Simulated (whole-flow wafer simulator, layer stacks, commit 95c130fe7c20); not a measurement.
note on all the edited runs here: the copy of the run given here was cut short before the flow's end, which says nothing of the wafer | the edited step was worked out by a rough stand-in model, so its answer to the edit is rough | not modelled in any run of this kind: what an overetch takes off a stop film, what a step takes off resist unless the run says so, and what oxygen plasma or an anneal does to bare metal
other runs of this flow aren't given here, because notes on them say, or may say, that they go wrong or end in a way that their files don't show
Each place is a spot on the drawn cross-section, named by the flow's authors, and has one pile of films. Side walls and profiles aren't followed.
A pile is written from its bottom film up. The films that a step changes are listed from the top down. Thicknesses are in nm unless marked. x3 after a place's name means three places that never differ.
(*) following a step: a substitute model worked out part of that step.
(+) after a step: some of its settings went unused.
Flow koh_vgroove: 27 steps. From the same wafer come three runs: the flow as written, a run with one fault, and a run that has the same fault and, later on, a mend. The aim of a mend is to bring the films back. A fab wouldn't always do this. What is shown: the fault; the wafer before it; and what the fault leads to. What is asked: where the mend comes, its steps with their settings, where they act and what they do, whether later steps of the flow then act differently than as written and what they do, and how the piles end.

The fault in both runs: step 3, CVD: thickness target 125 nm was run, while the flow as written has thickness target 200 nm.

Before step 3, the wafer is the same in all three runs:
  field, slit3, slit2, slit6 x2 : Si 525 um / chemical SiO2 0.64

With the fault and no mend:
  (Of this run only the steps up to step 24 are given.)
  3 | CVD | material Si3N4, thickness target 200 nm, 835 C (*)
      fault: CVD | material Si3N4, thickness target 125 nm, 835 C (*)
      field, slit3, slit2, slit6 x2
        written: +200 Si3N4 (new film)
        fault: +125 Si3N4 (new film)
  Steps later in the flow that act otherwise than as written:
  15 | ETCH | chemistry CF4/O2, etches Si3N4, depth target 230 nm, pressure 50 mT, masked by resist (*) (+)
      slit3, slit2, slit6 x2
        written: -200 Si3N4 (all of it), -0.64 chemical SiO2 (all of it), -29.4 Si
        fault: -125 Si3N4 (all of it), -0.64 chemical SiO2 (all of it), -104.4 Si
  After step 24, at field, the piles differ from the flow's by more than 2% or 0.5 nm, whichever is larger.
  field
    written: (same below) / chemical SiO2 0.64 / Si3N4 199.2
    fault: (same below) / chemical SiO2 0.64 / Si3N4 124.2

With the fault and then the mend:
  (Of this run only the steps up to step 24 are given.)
  The mend stands after step 4.
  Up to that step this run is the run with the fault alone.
  4a | CVD | material Si3N4, thickness target 75 nm, 835 C (*) (the flow's step 3 again, with other settings)
      field, slit3, slit2, slit6 x2
        +75 Si3N4
  Later steps of the flow up to step 24 that are run all act as written at every place that is followed.
  The piles after step 24 are the same as the flow's at every place that both follow.
